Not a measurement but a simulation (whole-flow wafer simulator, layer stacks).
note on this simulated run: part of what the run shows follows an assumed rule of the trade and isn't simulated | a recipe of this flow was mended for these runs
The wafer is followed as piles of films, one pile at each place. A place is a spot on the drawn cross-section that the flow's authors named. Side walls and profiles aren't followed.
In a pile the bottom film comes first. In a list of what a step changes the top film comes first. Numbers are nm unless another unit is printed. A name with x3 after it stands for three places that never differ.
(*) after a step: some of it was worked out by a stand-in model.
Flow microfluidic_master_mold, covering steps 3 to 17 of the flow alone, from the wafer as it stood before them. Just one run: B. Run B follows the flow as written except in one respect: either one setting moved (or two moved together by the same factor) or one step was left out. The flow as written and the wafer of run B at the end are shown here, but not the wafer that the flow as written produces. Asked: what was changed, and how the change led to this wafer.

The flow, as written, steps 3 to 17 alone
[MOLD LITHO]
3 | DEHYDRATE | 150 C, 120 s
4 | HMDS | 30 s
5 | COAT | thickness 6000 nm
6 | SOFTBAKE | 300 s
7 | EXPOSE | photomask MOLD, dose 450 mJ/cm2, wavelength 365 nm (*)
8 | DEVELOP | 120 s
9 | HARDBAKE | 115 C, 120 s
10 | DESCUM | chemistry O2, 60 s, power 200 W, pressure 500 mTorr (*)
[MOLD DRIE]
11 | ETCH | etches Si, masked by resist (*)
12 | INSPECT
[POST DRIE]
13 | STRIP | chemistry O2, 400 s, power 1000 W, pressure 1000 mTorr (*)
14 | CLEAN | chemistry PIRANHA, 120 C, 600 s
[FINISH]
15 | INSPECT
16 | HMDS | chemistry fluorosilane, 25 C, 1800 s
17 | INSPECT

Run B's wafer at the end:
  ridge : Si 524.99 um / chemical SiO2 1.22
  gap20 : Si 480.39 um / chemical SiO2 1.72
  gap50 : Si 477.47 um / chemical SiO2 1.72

Cause: step 5, COAT: thickness 7440 nm was run, while the flow as written has thickness 6000 nm.

The path from the change to this, step by step:
  5 | COAT | thickness 6000 nm
      ridge, gap20, gap50, gap200 x2: thick-i-line-resist gains 7440 (new film) (it would be, as written: thick-i-line-resist gains 6000 (new film))
  8 | DEVELOP | 120 s
      gap20, gap50, gap200 x2: thick-i-line-resist loses 7440 (all of it) (it would be, as written: thick-i-line-resist loses 6000 (all of it))
  9 | HARDBAKE | 115 C, 120 s
      ridge: thick-i-line-resist loses 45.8 (it would be, as written: thick-i-line-resist loses 33.5)
  11 | ETCH | etches Si, masked by resist (*)
      gap20: chemical SiO2 loses 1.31 (all of it), Si loses 44.6 um (it would be, as written: chemical SiO2 loses 1.31 (all of it), Si loses 44.81 um)
      gap50: chemical SiO2 loses 1.31 (all of it), Si loses 47.52 um (it would be, as written: chemical SiO2 loses 1.31 (all of it), Si loses 47.62 um)
  13 | STRIP | chemistry O2, 400 s, power 1000 W, pressure 1000 mTorr (*)
      ridge: thick-i-line-resist loses 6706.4 (all of it), chemical SiO2 gains 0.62, Si loses 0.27 (it would be, as written: thick-i-line-resist loses 5278.7 (all of it), chemical SiO2 gains 0.78, Si loses 0.34)
